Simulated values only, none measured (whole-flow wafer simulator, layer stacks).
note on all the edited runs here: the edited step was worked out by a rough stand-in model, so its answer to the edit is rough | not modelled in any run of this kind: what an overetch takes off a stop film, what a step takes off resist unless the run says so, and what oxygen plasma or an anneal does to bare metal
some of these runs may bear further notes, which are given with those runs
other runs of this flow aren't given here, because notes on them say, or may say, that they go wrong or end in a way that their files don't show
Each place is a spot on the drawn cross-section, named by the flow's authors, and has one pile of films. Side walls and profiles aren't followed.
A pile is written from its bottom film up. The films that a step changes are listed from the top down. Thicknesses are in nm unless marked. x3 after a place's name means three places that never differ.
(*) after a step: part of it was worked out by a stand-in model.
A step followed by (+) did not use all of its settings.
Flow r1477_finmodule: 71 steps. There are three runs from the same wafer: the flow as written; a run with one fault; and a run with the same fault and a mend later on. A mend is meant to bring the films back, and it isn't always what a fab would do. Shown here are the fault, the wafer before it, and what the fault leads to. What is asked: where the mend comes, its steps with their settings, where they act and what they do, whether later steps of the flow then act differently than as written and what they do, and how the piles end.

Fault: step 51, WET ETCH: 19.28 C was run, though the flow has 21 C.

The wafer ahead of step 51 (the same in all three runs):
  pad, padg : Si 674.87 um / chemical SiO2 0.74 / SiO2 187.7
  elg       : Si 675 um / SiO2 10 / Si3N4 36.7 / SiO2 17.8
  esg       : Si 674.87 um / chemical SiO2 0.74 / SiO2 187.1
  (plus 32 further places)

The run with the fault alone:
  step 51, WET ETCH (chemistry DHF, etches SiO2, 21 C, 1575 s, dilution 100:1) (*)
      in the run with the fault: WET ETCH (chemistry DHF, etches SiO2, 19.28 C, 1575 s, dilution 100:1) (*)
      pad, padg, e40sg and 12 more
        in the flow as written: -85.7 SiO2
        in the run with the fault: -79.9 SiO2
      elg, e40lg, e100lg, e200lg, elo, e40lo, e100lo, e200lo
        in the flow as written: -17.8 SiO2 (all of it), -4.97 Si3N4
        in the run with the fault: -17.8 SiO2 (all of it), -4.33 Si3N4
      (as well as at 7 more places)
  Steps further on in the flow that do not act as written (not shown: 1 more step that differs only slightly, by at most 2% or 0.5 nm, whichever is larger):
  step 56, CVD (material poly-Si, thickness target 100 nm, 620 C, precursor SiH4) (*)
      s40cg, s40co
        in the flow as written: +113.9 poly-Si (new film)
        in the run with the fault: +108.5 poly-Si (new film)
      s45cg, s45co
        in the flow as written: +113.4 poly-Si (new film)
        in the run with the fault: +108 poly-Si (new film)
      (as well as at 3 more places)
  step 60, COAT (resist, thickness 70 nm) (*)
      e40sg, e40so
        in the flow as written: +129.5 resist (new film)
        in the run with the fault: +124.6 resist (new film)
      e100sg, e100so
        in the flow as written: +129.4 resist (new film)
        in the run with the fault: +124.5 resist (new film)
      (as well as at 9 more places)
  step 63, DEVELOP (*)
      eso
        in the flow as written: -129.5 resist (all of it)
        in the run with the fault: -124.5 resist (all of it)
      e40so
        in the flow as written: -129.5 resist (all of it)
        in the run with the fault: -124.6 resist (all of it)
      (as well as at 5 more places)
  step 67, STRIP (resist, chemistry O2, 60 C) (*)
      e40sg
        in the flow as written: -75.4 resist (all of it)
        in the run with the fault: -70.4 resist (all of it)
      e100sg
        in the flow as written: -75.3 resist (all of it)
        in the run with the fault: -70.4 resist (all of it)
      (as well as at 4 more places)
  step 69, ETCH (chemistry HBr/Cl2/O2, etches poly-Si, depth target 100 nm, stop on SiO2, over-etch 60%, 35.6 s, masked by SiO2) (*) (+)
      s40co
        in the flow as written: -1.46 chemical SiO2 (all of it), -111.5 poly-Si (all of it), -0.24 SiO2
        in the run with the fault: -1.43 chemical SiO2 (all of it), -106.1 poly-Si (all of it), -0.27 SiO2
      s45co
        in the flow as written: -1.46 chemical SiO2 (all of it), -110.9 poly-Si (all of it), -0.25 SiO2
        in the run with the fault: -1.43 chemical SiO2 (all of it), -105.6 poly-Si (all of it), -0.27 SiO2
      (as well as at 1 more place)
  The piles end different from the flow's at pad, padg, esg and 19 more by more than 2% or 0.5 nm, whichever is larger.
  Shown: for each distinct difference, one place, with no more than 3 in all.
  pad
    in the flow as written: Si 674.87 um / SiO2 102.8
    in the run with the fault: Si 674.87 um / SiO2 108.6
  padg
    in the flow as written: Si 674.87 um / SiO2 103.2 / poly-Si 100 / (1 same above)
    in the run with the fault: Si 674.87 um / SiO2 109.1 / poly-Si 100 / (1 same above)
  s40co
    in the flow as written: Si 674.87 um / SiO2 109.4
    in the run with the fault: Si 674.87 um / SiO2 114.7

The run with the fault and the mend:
  The mend stands after step 51.
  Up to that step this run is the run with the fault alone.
  step 51a, WET ETCH (chemistry DHF, etches SiO2, 21 C, 105.4 s, dilution 100:1) (*) (a further turn of the flow's step 51, with different settings)
      pad, padg, e40sg and 12 more
        -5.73 SiO2
      elg, e40lg, e100lg, e200lg, elo, e40lo, e100lo, e200lo
        -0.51 Si3N4
      esg, s40cg, s45cg, s50cg, s40co, s45co, s50co
        -5.29 SiO2
  Every later step of the flow that is run acts as written, at every place that is followed, to within 2% or 0.5 nm, whichever is larger.
  When the end is reached, the piles differ only a little from the flow's at the places that both follow, at most by 2% or 0.5 nm, whichever is larger.
